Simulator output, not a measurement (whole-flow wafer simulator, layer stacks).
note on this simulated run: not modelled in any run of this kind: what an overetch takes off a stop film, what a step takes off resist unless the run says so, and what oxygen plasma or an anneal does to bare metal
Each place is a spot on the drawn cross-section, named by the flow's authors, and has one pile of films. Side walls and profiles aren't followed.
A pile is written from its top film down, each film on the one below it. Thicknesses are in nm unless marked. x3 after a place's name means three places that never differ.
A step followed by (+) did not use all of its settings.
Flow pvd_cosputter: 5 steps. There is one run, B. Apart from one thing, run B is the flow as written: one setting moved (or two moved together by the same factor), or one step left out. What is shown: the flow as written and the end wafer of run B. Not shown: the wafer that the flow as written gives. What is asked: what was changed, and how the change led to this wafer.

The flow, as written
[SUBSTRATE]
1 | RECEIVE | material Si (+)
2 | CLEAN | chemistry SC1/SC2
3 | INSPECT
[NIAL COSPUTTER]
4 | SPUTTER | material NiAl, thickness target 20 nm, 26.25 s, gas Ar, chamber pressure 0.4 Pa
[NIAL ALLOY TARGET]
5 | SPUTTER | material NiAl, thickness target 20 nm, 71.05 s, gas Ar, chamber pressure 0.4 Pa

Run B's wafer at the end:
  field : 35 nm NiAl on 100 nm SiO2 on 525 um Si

The reason: step 4, SPUTTER: thickness target 15 nm was run, while the flow as written has thickness target 20 nm; step 4, SPUTTER: 19.69 s was run, where the flow has 26.25 s.

Step by step, how the change led to this:
  4 | SPUTTER | material NiAl, thickness target 20 nm, 26.25 s, gas Ar, chamber pressure 0.4 Pa
      field: +15 NiAl (new film) (in the flow as written it would be: +20 NiAl (new film))
